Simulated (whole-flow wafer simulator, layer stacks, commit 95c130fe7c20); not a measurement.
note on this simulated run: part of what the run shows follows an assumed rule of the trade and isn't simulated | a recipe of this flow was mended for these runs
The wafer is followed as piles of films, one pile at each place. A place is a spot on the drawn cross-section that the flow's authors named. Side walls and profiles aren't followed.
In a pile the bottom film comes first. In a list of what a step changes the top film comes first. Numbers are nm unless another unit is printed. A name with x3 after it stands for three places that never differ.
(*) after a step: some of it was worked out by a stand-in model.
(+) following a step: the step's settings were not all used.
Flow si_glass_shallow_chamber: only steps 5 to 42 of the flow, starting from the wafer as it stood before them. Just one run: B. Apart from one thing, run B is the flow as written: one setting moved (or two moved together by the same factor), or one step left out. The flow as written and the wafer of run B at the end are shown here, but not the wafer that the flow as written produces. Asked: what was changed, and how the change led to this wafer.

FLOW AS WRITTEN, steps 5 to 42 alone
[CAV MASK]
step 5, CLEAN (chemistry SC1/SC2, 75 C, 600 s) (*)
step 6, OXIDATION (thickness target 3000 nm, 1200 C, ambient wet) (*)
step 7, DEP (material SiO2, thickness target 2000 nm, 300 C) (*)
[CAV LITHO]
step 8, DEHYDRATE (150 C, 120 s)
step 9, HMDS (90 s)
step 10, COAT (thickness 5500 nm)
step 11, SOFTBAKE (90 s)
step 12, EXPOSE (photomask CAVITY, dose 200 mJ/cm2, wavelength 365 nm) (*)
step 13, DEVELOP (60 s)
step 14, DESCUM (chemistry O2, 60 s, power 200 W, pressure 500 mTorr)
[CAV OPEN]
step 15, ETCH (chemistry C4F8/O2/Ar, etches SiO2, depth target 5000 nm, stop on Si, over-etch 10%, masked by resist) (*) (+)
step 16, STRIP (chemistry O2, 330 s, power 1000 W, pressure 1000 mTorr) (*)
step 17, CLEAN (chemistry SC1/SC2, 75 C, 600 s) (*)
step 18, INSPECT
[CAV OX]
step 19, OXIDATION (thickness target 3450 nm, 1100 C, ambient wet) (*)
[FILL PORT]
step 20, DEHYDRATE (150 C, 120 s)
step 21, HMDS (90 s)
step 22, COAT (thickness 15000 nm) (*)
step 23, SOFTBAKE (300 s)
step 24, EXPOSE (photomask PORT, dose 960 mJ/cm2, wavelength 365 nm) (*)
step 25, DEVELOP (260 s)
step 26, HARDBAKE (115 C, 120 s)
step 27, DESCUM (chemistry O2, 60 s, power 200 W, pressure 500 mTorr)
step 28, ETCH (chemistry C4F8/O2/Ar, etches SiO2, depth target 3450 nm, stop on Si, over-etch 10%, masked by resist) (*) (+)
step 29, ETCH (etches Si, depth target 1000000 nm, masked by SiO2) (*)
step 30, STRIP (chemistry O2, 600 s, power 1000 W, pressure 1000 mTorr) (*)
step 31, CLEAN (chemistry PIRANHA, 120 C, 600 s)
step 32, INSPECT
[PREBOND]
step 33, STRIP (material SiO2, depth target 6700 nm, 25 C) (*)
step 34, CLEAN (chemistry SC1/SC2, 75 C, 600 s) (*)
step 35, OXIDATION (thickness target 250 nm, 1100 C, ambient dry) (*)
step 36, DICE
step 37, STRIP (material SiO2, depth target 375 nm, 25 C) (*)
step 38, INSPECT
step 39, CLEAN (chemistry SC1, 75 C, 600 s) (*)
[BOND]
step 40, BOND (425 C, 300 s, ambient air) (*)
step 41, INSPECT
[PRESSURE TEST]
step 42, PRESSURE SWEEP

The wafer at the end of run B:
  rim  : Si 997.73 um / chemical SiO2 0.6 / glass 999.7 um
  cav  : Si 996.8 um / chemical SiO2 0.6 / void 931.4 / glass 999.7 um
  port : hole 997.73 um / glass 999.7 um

The reason: step 6, OXIDATION: thickness target 3900 nm was run, though the flow has thickness target 3000 nm.

The path from the change to this, step by step:
  step 6, OXIDATION (thickness target 3000 nm, 1200 C, ambient wet) (*)
      rim, ramp, cav, port, septum, ring: SiO2 gains 3900 (new film), chemical SiO2 loses 0.6 (all of it), Si loses 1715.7 (it would be, as written: SiO2 gains 3000 (new film), chemical SiO2 loses 0.6 (all of it), Si loses 1319.7)
  step 15, ETCH (chemistry C4F8/O2/Ar, etches SiO2, depth target 5000 nm, stop on Si, over-etch 10%, masked by resist) (*) (+)
      cav, port: SiO2 loses 5500 (it would be, as written: SiO2 loses 5000 (all of it), Si loses 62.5)
  step 16, STRIP (chemistry O2, 330 s, power 1000 W, pressure 1000 mTorr) (*)
      cav, port: nothing (it would be, as written: chemical SiO2 gains 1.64 (new film), Si loses 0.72)
  step 17, CLEAN (chemistry SC1/SC2, 75 C, 600 s) (*)
      cav, port: SiO2 loses 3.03 (it would be, as written: chemical SiO2 loses 1.04, Si loses 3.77)
  step 19, OXIDATION (thickness target 3450 nm, 1100 C, ambient wet) (*)
      cav, port: SiO2 gains 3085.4, Si loses 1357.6 (it would be, as written: SiO2 gains 3450 (new film), chemical SiO2 loses 0.6 (all of it), Si loses 1517.7)
      rim, ramp, septum, ring: SiO2 gains 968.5, Si loses 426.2 (it would be, as written: SiO2 gains 1110.9, Si loses 488.8)
  step 22, COAT (thickness 15000 nm) (*)
      rim: thick-i-line-resist gains 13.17 um (new film) (it would be, as written: thick-i-line-resist gains 13.4 um (new film))
      ramp: thick-i-line-resist gains 12.59 um (new film) (it would be, as written: thick-i-line-resist gains 12.89 um (new film))
      (also at 4 further places)
  step 23, SOFTBAKE (300 s)
      rim: thick-i-line-resist loses 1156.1 (it would be, as written: thick-i-line-resist loses 997)
      ramp: thick-i-line-resist loses 572.3 (it would be, as written: thick-i-line-resist loses 487.1)
      (also at 4 further places)
  step 25, DEVELOP (260 s)
      port: thick-i-line-resist loses 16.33 um (all of it) (it would be, as written: thick-i-line-resist loses 16.16 um (all of it))
  step 26, HARDBAKE (115 C, 120 s)
      rim, ramp: thick-i-line-resist loses 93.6 (it would be, as written: thick-i-line-resist loses 98.2)
  step 28, ETCH (chemistry C4F8/O2/Ar, etches SiO2, depth target 3450 nm, stop on Si, over-etch 10%, masked by resist) (*) (+)
      port: SiO2 loses 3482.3 (all of it), Si loses 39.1 (it would be, as written: SiO2 loses 3450 (all of it), Si loses 43.1)
  step 29, ETCH (etches Si, depth target 1000000 nm, masked by SiO2) (*)
      rim, ramp: thick-i-line-resist loses 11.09 um (all of it), SiO2 loses 1821.7 (it would be, as written: thick-i-line-resist loses 11.47 um (all of it), SiO2 loses 1617.3)
      port: hole gains 996.88 um (new film), Si loses 996.88 um (all of it) (it would be, as written: hole gains 997.05 um (new film), Si loses 997.05 um (all of it))
      (also at 2 further places)
  step 30, STRIP (chemistry O2, 600 s, power 1000 W, pressure 1000 mTorr) (*)
      cav: thick-i-line-resist loses 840 (all of it) (it would be, as written: thick-i-line-resist loses 669.6 (all of it))
  step 33, STRIP (material SiO2, depth target 6700 nm, 25 C) (*)
      rim, ramp: SiO2 loses 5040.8 (all of it) (it would be, as written: SiO2 loses 4487.5 (all of it))
      septum: SiO2 loses 6472.4 (all of it) (it would be, as written: SiO2 loses 5732.1 (all of it))
      (also at 1 further place)
  step 40, BOND (425 C, 300 s, ambient air) (*)
      cav: glass gains 999.7 um (new film), void gains 931.4 (new film) (it would be, as written: glass gains 999.7 um (new film), void gains 1095.9 (new film))
      port: glass gains 999.7 um (new film), hole gains 848.7 (it would be, as written: glass gains 999.7 um (new film), hole gains 1017.3)
